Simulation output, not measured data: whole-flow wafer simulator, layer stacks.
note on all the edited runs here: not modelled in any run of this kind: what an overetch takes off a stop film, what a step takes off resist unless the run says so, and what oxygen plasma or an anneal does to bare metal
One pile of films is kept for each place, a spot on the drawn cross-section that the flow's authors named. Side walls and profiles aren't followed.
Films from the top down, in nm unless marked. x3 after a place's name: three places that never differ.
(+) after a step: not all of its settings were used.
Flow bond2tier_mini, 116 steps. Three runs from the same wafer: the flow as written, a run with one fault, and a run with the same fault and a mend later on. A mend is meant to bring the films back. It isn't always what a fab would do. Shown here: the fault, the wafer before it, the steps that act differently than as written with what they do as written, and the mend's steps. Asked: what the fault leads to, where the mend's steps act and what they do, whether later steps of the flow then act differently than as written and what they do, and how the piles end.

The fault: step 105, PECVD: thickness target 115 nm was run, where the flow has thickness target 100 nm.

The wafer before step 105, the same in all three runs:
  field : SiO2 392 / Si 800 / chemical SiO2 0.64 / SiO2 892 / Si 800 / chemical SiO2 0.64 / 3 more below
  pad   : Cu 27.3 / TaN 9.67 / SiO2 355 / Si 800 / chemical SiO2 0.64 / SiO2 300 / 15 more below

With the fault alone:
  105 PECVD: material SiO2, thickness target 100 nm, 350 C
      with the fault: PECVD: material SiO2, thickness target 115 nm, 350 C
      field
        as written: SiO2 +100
        with the fault: SiO2 +115
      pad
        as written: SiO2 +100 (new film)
        with the fault: SiO2 +115 (new film)
  Later steps of the flow that act differently than as written:
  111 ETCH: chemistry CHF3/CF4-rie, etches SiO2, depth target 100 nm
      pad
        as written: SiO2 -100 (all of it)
        with the fault: SiO2 -100
  At the end the piles differ from the flow's by more than 2% or 0.5 nm, whichever is larger, at field, pad.
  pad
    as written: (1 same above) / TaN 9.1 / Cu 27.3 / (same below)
    with the fault: (1 same above) / TaN 9.1 / SiO2 15 / Cu 27.3 / (same below)
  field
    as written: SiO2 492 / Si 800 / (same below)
    with the fault: SiO2 507 / Si 800 / (same below)

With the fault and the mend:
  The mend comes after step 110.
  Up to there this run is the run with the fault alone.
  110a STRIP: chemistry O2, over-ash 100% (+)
      field
        KrF resist -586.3 (all of it)
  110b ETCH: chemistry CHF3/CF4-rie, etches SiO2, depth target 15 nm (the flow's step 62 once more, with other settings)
      field, pad
        SiO2 -15
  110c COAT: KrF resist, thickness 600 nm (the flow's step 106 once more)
      field, pad
        KrF resist +600 (new film)
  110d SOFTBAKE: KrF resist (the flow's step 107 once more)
      changes no film at any place that is followed
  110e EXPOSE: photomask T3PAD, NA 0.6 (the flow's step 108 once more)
      changes no film at any place that is followed
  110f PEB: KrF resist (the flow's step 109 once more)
      changes no film at any place that is followed
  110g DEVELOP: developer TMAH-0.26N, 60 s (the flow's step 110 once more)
      field
        KrF resist -13.7
      pad
        KrF resist -600 (all of it)
  No later step of the flow acts differently than as written at any place that is followed.
  At the end the piles are the same as the flow's at every place that both follow.
